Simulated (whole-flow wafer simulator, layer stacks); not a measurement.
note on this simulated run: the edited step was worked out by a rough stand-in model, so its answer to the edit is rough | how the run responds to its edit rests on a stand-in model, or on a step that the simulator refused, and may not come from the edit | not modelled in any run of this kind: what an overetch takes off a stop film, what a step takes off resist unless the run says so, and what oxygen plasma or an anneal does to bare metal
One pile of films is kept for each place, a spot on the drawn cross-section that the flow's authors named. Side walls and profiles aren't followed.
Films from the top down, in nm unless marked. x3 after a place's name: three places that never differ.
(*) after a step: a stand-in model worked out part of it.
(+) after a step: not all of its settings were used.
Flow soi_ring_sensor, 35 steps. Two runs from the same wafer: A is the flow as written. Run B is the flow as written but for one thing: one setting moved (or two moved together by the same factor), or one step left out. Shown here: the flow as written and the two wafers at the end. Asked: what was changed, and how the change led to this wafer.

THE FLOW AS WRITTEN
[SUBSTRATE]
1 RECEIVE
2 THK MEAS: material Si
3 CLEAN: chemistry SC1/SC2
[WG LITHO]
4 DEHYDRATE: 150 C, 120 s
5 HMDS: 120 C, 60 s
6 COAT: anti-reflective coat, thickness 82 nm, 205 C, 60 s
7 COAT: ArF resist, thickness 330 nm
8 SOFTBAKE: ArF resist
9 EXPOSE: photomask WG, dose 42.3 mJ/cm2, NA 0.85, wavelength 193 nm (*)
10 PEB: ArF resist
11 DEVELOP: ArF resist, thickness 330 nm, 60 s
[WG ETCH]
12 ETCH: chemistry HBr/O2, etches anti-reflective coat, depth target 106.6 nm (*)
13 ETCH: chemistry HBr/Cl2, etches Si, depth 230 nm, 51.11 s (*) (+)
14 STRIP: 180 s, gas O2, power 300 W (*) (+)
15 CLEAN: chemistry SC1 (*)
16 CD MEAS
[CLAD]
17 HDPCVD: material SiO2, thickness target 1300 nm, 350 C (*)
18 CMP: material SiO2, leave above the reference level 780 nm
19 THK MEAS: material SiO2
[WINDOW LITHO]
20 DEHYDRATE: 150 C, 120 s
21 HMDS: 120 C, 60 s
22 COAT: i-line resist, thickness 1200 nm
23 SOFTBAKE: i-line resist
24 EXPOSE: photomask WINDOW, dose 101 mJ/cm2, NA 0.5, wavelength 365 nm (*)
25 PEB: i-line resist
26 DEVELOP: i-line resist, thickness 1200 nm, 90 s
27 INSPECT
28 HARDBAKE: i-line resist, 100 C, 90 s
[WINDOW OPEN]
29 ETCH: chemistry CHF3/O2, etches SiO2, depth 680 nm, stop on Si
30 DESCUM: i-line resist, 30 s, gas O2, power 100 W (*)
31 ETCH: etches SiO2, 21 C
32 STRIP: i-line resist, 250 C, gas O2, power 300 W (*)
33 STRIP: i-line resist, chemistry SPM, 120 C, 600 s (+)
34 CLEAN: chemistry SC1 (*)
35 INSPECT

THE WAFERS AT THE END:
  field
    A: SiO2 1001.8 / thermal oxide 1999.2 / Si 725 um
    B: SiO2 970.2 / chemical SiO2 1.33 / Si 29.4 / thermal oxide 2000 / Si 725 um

The cause: step 13, ETCH: depth 190 nm was run, where the flow has depth 230 nm; step 13, ETCH: 42.17 s was run, where the flow has 51.11 s.

How the change led to this, step by step:
  13 ETCH: chemistry HBr/Cl2, etches Si, depth 230 nm, 51.11 s (*) (+)
      gap, window, field, gap_clad: A Si -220 (all of it), thermal oxide -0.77 | B Si -190
      core, core_clad: A ArF resist -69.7 | B ArF resist -57.5
  14 STRIP: 180 s, gas O2, power 300 W (*) (+)
      gap, window, field, gap_clad: A nothing | B chemical SiO2 +1.33 (new film), Si -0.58
      core, core_clad: A ArF resist -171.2 (all of it), anti-reflective coat -82 (all of it), chemical SiO2 +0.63, Si -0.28 | B ArF resist -183.4 (all of it), anti-reflective coat -82 (all of it), chemical SiO2 +0.62, Si -0.27
  18 CMP: material SiO2, leave above the reference level 780 nm
      gap, window, field, gap_clad: A SiO2 -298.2 | B SiO2 -329.8
